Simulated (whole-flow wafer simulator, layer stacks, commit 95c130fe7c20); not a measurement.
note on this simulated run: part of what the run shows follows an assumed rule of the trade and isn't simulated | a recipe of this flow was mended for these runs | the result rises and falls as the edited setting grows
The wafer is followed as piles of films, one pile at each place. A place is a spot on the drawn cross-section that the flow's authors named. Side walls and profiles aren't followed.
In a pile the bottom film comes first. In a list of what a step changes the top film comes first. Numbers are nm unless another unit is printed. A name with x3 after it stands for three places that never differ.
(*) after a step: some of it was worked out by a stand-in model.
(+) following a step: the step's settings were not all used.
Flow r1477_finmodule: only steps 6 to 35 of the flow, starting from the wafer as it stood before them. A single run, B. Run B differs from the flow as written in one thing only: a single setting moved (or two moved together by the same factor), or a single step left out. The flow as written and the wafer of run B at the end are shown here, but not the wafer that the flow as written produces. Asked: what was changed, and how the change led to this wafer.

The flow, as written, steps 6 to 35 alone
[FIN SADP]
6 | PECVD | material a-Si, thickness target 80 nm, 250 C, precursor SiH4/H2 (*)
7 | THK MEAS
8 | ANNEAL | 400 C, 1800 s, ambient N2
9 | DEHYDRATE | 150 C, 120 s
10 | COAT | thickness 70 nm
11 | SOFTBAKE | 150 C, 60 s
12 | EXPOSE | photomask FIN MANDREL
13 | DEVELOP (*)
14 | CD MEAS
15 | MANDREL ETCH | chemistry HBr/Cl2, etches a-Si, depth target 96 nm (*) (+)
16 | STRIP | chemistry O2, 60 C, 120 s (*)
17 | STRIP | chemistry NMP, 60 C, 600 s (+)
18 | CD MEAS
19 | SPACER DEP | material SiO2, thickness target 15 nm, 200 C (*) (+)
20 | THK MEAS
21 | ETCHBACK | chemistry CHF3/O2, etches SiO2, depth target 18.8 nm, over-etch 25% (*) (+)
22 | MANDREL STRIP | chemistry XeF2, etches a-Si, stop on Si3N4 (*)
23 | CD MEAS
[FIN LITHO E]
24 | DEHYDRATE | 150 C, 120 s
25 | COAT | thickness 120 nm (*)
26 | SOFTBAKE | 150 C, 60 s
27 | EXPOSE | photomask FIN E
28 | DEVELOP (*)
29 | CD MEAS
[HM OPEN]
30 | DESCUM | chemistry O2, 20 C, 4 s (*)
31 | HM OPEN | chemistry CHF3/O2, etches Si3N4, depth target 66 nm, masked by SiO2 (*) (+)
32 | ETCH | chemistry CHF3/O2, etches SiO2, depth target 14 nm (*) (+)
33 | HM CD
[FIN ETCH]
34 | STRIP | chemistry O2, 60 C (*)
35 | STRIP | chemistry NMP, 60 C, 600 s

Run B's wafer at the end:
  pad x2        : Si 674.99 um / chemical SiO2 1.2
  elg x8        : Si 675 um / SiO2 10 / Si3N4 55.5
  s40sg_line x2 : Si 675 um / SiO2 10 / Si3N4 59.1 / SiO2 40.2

The reason: step 6, PECVD: thickness target 89.6 nm was run, while the flow as written has thickness target 80 nm.

How this came from the change, step by step:
  6 | PECVD | material a-Si, thickness target 80 nm, 250 C, precursor SiH4/H2 (*)
      pad x2, elg x8, esg x2 and 24 more: +89.6 a-Si (new film) (in the flow as written it would be: +80 a-Si (new film))
  15 | MANDREL ETCH | chemistry HBr/Cl2, etches a-Si, depth target 96 nm (*) (+)
      pad x2, elg x8, esg x2 and 18 more: -89.6 a-Si (all of it), -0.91 Si3N4 (in the flow as written it would be: -80 a-Si (all of it), -2.29 Si3N4)
  22 | MANDREL STRIP | chemistry XeF2, etches a-Si, stop on Si3N4 (*)
      s40cg x2, s45cg x2, s50cg x2: -88.6 a-Si (all of it) (in the flow as written it would be: -79 a-Si (all of it))
  25 | COAT | thickness 120 nm (*)
      s40cg x2: +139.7 e-beam-resist (new film) (in the flow as written it would be: +136.7 e-beam-resist (new film))
      s40sg_line x2: +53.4 e-beam-resist (new film) (in the flow as written it would be: +60 e-beam-resist (new film))
      (and at 8 other places as well)
  28 | DEVELOP (*)
      s40cg x2: -139.7 e-beam-resist (all of it) (in the flow as written it would be: -136.7 e-beam-resist (all of it))
      s40sg_line x2: -53.4 e-beam-resist (all of it) (in the flow as written it would be: -60 e-beam-resist (all of it))
      (and at 8 other places as well)
  31 | HM OPEN | chemistry CHF3/O2, etches Si3N4, depth target 66 nm, masked by SiO2 (*) (+)
      pad x2, esg x2, e40sg x2, e100sg x2, e200sg x2, s40sg x2, s45sg x2, s50sg x2: -55.5 Si3N4 (all of it), -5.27 SiO2 (in the flow as written it would be: -54.1 Si3N4 (all of it), -5.95 SiO2)
  32 | ETCH | chemistry CHF3/O2, etches SiO2, depth target 14 nm (*) (+)
      pad x2, esg x2, e40sg x2, e100sg x2, e200sg x2, s40sg x2, s45sg x2, s50sg x2: -4.73 SiO2 (all of it), -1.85 Si (in the flow as written it would be: -4.05 SiO2 (all of it), -1.99 Si)
